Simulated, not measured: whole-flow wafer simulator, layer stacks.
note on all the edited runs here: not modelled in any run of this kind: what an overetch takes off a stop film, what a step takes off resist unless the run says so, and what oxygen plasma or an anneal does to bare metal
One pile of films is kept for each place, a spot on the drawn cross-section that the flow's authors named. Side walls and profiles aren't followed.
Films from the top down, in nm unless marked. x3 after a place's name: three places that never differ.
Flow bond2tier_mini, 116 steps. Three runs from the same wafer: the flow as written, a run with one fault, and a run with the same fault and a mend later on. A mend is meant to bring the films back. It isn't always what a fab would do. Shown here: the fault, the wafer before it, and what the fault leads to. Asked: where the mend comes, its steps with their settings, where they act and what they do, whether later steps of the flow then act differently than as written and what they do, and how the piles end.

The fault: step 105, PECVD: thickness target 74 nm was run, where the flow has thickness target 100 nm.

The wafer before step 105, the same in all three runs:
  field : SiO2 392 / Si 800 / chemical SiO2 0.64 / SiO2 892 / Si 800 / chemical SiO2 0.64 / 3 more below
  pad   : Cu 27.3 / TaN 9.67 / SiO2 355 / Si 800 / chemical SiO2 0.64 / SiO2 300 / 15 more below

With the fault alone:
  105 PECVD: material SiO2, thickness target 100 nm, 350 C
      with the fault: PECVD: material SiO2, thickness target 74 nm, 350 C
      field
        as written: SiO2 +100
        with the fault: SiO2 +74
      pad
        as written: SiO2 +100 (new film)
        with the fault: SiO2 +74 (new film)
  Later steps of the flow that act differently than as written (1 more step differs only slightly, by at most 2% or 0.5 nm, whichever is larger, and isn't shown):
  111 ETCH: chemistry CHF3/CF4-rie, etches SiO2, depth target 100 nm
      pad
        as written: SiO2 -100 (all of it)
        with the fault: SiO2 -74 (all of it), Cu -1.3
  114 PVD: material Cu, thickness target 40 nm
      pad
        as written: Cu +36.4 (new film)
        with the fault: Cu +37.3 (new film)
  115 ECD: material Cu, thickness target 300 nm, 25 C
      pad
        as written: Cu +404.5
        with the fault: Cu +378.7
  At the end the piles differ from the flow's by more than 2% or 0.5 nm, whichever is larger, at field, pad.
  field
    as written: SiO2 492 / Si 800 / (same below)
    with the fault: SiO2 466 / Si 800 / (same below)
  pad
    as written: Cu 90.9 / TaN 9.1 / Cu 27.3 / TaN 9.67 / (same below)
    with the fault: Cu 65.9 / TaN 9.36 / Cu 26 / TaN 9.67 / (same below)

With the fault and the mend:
  The mend comes after step 105.
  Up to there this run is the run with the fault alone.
  105a PECVD: material SiO2, thickness target 26 nm, 350 C (the flow's step 105 once more, with other settings)
      field, pad
        SiO2 +26
  No later step of the flow acts differently than as written at any place that is followed.
  At the end the piles are the same as the flow's at every place that both follow.
